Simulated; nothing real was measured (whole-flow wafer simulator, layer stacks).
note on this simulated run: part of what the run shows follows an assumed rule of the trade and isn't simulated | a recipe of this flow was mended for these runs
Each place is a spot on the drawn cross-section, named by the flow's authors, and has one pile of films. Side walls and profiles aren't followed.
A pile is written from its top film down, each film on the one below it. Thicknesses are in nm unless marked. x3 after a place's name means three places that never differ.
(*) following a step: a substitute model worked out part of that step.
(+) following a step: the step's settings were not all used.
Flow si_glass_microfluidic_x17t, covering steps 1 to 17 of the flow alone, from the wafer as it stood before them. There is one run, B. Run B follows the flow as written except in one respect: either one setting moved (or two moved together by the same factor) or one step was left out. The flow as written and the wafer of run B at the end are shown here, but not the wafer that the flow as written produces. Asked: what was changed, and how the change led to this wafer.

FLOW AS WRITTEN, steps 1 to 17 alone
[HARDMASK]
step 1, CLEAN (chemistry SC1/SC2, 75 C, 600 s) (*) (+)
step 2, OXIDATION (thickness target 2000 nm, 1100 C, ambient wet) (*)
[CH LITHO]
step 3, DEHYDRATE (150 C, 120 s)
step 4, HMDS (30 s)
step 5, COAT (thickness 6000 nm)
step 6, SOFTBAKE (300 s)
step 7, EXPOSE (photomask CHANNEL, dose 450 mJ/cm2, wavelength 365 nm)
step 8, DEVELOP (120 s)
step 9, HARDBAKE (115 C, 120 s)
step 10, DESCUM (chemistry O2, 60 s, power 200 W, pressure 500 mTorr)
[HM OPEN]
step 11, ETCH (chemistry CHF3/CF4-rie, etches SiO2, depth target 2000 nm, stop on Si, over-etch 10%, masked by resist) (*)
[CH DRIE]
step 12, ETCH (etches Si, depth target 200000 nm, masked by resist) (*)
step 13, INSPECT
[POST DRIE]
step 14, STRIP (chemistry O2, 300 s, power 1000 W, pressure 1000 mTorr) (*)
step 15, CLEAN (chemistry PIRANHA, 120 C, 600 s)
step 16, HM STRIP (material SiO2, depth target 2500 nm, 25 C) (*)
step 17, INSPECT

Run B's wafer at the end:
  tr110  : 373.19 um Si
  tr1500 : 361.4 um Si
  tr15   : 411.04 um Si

What caused this: step 11, ETCH: depth target 1520 nm was run, whereas the flow has depth target 2000 nm.

The path from the change to this, step by step:
  step 11, ETCH (chemistry CHF3/CF4-rie, etches SiO2, depth target 2000 nm, stop on Si, over-etch 10%, masked by resist) (*)
      tr110, tr1500, tr15: SiO2 loses 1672 (in the flow as written it would be: SiO2 loses 2000 (all of it), Si loses 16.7)
      land: thick-i-line-resist loses 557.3 (in the flow as written it would be: thick-i-line-resist loses 733.3)
  step 12, ETCH (etches Si, depth target 200000 nm, masked by resist) (*)
      tr110: SiO2 loses 328 (all of it), Si loses 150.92 um (in the flow as written it would be: Si loses 200.12 um)
      tr1500: SiO2 loses 328 (all of it), Si loses 162.71 um (in the flow as written it would be: Si loses 215.73 um)
      (also at 1 further place)
  step 14, STRIP (chemistry O2, 300 s, power 1000 W, pressure 1000 mTorr) (*)
      land: thick-i-line-resist loses 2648 (all of it) (in the flow as written it would be: thick-i-line-resist loses 2472.3 (all of it))
